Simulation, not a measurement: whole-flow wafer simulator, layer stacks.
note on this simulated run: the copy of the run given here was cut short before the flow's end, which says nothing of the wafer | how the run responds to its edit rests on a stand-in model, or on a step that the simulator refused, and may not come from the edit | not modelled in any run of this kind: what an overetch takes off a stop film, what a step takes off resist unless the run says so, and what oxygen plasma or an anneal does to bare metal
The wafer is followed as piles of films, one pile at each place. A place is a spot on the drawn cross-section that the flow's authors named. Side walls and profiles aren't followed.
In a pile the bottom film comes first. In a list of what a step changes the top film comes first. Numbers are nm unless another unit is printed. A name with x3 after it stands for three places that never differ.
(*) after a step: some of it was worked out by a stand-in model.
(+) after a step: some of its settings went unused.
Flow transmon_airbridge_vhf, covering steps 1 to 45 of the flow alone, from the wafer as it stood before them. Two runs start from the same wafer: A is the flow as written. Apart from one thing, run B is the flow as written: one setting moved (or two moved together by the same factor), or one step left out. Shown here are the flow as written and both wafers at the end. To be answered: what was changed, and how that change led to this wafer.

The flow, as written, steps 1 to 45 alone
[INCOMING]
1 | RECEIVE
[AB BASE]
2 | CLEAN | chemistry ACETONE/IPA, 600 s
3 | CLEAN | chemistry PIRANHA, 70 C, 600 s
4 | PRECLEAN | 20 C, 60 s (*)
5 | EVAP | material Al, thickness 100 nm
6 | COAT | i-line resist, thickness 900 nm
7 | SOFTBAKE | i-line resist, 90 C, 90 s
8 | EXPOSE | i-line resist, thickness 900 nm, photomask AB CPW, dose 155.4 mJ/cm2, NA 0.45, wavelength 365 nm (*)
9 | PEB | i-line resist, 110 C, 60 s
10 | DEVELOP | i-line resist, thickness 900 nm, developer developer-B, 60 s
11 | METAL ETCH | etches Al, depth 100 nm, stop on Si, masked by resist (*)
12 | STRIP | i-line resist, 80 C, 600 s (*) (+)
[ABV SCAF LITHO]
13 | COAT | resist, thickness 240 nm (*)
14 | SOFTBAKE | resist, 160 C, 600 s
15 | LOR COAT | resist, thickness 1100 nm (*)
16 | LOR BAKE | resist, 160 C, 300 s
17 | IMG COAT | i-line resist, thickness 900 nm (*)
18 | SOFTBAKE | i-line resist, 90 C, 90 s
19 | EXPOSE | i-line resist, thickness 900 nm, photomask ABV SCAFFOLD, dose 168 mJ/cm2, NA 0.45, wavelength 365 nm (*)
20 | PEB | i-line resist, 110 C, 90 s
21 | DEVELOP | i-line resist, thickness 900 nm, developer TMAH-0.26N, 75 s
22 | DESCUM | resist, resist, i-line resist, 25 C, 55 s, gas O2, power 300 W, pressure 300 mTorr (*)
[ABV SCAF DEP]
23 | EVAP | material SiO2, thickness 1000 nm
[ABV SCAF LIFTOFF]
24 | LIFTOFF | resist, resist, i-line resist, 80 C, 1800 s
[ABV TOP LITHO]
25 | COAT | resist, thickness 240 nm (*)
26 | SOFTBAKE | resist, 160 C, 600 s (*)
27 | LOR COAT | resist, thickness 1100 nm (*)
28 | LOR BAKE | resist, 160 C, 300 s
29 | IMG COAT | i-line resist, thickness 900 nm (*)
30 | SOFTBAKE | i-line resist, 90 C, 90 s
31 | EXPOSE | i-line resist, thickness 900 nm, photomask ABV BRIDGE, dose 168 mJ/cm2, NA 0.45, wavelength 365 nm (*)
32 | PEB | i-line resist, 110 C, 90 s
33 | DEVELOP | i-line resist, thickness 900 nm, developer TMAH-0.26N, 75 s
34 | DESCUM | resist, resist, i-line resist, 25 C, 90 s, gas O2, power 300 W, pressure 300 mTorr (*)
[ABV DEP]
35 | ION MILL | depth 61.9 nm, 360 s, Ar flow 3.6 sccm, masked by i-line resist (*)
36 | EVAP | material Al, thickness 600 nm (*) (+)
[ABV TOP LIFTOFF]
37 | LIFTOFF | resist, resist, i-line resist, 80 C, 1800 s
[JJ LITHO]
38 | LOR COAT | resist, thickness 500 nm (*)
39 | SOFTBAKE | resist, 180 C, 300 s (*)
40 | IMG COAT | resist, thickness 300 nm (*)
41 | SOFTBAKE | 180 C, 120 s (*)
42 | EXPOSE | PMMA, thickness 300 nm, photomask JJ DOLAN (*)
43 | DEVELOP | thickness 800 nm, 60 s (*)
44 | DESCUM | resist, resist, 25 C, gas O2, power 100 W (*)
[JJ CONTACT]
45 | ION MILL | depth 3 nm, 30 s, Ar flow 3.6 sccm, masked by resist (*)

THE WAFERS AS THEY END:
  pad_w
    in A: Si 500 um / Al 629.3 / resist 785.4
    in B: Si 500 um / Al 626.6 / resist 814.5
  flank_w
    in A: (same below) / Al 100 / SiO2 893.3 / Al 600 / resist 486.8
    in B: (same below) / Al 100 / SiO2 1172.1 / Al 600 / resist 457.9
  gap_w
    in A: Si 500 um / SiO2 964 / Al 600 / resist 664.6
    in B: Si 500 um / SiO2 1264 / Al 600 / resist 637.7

The reason: step 23, EVAP: thickness 1300 nm was run, whereas the flow has thickness 1000 nm.

Step by step, how the change led to this:
  23 | EVAP | material SiO2, thickness 1000 nm
      field x3, jj_line, ground_far and 10 more: A +1000 SiO2 (new film) | B +1300 SiO2 (new film)
      flank_w, flank_e: A +929.3 SiO2 (new film) | B +1208.1 SiO2 (new film)
  24 | LIFTOFF | resist, resist, i-line resist, 80 C, 1800 s
      field x3, jj_line, trace_open_s x2: A -1000 SiO2 (all of it), -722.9 i-line resist (all of it), -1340 resist (all of it) | B -1300 SiO2 (all of it), -722.9 i-line resist (all of it), -1340 resist (all of it)
      pad_w, pad_e: A -1000 SiO2 (all of it), -718 i-line resist (all of it), -1330.2 resist (all of it) | B -1300 SiO2 (all of it), -718 i-line resist (all of it), -1330.2 resist (all of it)
      (also at 1 further place)
  25 | COAT | resist, thickness 240 nm (*)
      flank_w, flank_e: A +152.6 resist (new film) | B +144.7 resist (new film)
      gap_w, gap_e: A +210.7 resist (new film) | B +197.8 resist (new film)
      (also at 6 further places)
  27 | LOR COAT | resist, thickness 1100 nm (*)
      gap_w, gap_e: A +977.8 resist | B +937.9 resist
      margin_s, margin_n: A +823.4 resist | B +757.1 resist
      (also at 6 further places)
  29 | IMG COAT | i-line resist, thickness 900 nm (*)
      gap_w, gap_e: A +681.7 i-line resist (new film) | B +614.9 i-line resist (new film)
      margin_s, margin_n: A +603.2 i-line resist (new film) | B +508.4 i-line resist (new film)
      (also at 7 further places)
  32 | PEB | i-line resist, 110 C, 90 s
      pad_w, pad_e: A -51 i-line resist | B -52.4 i-line resist
      flank_w, flank_e: A -38.3 i-line resist | B -35.2 i-line resist
      (also at 7 further places)
  33 | DEVELOP | i-line resist, thickness 900 nm, developer TMAH-0.26N, 75 s
      gap_w, gap_e: A -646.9 i-line resist (all of it), -977.8 resist | B -583.7 i-line resist (all of it), -937.9 resist
      pad_w: A -937.2 i-line resist (all of it), -1247.8 resist | B -961.9 i-line resist (all of it), -1295.4 resist
      (also at 5 further places)
  34 | DESCUM | resist, resist, i-line resist, 25 C, 90 s, gas O2, power 300 W, pressure 300 mTorr (*)
      flank_w, flank_e: A -152.6 resist (all of it) | B -144.7 resist (all of it)
      gap_w, gap_e: A -210.7 resist (all of it) | B -197.8 resist (all of it)
      (also at 4 further places)
  37 | LIFTOFF | resist, resist, i-line resist, 80 C, 1800 s
      margin_s, margin_n: A -600 Al (all of it), -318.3 i-line resist (all of it), -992 resist (all of it) | B -600 Al (all of it), -228.5 i-line resist (all of it), -909 resist (all of it)
      ground_far: A -600 Al (all of it), -717.9 i-line resist (all of it), -1384.9 resist (all of it) | B -600 Al (all of it), -754.9 i-line resist (all of it), -1392.6 resist (all of it)
  38 | LOR COAT | resist, thickness 500 nm (*)
      pad_w, pad_e: A +517 resist (new film) | B +536.2 resist (new film)
      flank_w, flank_e: A +306.5 resist (new film) | B +286.8 resist (new film)
      (also at 6 further places)
  40 | IMG COAT | resist, thickness 300 nm (*)
      pad_w, pad_e: A +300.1 resist | B +310.1 resist
      flank_w, flank_e: A +212.1 resist | B +202.9 resist
      (also at 6 further places)
